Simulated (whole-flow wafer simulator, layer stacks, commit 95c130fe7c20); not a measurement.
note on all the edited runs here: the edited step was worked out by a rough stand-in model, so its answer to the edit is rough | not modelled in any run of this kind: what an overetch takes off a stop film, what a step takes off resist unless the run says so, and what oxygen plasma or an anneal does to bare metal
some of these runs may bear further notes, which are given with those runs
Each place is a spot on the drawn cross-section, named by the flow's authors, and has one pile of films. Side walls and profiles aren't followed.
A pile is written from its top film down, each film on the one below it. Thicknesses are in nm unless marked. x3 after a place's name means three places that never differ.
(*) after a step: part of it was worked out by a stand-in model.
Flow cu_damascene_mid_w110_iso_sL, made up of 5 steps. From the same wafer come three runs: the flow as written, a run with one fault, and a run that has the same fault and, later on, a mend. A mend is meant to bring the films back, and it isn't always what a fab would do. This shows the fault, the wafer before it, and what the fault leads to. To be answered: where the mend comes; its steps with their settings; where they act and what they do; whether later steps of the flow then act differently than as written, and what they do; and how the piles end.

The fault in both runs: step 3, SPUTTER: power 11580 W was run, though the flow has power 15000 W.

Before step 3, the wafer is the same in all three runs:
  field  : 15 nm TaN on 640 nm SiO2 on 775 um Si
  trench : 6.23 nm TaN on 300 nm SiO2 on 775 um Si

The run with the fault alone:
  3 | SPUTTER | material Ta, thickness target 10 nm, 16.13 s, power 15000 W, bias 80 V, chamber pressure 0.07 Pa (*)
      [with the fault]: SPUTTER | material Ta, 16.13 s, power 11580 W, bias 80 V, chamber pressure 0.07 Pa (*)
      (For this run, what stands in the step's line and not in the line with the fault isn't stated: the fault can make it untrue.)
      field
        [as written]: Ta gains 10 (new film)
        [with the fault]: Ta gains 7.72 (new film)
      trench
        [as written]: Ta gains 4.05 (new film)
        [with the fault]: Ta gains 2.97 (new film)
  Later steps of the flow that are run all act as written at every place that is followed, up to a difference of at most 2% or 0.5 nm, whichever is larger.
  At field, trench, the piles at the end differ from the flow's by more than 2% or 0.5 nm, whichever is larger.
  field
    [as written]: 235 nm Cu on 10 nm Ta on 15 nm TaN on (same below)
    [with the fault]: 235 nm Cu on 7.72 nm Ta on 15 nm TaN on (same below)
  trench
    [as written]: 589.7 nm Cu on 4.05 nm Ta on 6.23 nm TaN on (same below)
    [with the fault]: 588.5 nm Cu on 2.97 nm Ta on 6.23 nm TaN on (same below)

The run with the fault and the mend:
  The mend follows step 3.
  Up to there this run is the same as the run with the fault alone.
  3a | SPUTTER | material Ta, 3.762 s, power 15000 W, bias 80 V, chamber pressure 0.07 Pa (*) (the flow's step 3 again, with other settings)
      field
        Ta gains 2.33
      trench
        Ta gains 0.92
  Later steps of the flow that are run all act as written at every place that is followed, up to a difference of at most 2% or 0.5 nm, whichever is larger.
  At the end the piles are close to the flow's at the places that both follow, differing by at most 2% or 0.5 nm, whichever is larger.
